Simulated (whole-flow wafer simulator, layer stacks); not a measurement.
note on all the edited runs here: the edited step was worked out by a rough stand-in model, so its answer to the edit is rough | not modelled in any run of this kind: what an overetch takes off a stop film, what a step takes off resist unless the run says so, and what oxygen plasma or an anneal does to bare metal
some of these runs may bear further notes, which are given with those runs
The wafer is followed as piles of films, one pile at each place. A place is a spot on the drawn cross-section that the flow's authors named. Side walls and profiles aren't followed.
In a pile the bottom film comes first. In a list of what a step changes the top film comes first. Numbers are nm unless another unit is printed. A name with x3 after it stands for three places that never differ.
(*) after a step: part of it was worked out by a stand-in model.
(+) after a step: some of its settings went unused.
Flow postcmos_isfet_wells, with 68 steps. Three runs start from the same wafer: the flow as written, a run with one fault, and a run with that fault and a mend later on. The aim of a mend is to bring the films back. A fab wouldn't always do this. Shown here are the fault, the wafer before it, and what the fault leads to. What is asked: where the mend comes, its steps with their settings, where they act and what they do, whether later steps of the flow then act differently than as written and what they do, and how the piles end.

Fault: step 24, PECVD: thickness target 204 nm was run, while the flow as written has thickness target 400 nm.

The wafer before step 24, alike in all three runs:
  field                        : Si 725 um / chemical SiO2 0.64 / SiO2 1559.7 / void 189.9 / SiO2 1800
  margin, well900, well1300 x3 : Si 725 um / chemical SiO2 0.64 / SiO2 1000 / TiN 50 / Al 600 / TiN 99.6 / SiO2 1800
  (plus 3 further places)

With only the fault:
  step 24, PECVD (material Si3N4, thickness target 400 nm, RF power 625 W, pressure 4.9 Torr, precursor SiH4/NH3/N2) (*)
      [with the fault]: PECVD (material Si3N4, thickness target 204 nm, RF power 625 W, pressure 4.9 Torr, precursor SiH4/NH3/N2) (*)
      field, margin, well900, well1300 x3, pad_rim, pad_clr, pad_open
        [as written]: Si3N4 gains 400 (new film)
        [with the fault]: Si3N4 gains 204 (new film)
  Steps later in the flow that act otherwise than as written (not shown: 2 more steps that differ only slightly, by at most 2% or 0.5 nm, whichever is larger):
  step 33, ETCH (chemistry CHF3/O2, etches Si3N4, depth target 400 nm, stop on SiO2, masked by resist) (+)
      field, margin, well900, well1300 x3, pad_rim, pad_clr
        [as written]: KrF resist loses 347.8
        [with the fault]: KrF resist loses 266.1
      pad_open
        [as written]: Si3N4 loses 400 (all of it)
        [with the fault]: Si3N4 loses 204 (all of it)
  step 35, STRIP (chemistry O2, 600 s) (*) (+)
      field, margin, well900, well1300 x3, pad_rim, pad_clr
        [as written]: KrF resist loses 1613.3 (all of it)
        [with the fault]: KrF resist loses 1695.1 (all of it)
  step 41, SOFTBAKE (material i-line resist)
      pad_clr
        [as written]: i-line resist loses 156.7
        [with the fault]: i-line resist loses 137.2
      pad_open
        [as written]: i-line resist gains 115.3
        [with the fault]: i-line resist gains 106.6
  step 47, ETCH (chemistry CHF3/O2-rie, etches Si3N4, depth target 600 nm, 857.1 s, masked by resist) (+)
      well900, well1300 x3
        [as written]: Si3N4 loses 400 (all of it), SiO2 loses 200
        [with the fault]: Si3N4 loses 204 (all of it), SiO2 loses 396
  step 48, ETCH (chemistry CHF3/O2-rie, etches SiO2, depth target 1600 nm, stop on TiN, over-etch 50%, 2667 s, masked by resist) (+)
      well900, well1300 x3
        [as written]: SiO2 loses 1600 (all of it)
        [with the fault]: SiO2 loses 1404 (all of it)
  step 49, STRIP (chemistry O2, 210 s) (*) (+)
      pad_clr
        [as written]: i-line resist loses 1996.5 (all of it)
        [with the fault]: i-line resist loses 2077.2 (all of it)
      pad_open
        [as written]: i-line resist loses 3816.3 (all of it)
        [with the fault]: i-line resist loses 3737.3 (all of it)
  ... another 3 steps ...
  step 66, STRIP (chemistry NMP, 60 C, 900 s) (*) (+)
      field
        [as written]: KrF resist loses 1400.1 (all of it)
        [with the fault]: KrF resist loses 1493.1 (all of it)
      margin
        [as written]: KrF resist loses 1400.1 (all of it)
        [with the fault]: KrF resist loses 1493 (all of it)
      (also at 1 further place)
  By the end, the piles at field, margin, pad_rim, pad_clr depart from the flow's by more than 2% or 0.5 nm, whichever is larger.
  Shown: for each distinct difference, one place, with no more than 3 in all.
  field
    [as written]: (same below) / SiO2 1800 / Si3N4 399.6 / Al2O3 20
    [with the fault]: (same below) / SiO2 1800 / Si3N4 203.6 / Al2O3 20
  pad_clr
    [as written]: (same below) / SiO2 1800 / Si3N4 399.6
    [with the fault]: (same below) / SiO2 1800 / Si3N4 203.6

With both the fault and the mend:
  After step 24 comes the mend.
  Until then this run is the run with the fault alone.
  step 24a, PECVD (material Si3N4, thickness target 196 nm, RF power 625 W, pressure 4.9 Torr, precursor SiH4/NH3/N2) (*) (the flow's step 24 again, with other settings)
      field, margin, well900, well1300 x3, pad_rim, pad_clr, pad_open
        Si3N4 gains 196
  None of the later steps of the flow acts differently than as written at any place that is followed.
  At every place that both follow, the piles at the end match the flow's.
